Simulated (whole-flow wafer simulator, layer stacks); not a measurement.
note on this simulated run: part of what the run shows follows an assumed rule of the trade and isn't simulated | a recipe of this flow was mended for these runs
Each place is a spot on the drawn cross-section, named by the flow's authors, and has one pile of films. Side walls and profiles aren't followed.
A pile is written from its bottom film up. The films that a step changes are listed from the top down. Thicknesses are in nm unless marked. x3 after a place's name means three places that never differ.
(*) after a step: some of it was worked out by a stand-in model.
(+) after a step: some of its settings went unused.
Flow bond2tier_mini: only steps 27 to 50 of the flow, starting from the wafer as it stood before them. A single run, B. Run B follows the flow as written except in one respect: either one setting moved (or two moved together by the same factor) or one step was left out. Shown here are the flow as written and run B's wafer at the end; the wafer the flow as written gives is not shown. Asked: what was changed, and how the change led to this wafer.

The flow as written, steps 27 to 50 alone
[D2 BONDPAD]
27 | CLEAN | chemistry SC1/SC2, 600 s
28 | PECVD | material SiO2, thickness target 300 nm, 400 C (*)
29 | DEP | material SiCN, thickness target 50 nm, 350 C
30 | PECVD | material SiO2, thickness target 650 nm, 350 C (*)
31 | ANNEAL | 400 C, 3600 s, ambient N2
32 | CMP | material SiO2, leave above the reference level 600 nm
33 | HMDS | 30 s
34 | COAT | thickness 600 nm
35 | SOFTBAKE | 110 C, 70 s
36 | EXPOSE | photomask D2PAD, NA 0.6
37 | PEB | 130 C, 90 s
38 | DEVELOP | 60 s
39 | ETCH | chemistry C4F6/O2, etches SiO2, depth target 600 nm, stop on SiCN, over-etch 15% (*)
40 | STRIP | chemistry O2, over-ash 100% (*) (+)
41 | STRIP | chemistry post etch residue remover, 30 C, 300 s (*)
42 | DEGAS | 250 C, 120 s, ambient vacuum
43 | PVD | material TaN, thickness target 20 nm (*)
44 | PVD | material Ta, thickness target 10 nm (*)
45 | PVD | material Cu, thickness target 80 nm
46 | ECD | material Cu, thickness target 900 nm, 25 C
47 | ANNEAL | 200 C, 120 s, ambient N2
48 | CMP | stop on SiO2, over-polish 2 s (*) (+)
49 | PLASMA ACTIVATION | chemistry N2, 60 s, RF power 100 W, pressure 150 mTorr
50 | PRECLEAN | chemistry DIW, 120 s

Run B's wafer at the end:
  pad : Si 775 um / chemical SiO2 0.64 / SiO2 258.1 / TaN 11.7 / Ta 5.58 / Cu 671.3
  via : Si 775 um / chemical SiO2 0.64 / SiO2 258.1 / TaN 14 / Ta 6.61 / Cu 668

The reason: step 39, ETCH: depth target 816 nm was run, though the flow has depth target 600 nm.

How this came from the change, step by step:
  39 | ETCH | chemistry C4F6/O2, etches SiO2, depth target 600 nm, stop on SiCN, over-etch 15% (*)
      pad, via: -600 SiO2 (all of it), -50 SiCN (all of it), -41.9 SiO2 (in the flow as written it would be: -600 SiO2 (all of it), -15.2 SiCN)
      field: -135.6 thick-KrF-resist (in the flow as written it would be: -115 thick-KrF-resist)
  40 | STRIP | chemistry O2, over-ash 100% (*) (+)
      field: -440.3 thick-KrF-resist (all of it) (in the flow as written it would be: -460.9 thick-KrF-resist (all of it))
  43 | PVD | material TaN, thickness target 20 nm (*)
      pad: +11.7 TaN (new film) (in the flow as written it would be: +12.3 TaN (new film))
      via: +14 TaN (new film) (in the flow as written it would be: +14.9 TaN (new film))
  45 | PVD | material Cu, thickness target 80 nm
      pad: +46 Cu (new film) (in the flow as written it would be: +48.4 Cu (new film))
      via: +55.4 Cu (new film) (in the flow as written it would be: +59 Cu (new film))
  46 | ECD | material Cu, thickness target 900 nm, 25 C
      pad: +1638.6 Cu (in the flow as written it would be: +1558.7 Cu)
      via: +1625.9 Cu (in the flow as written it would be: +1544.3 Cu)
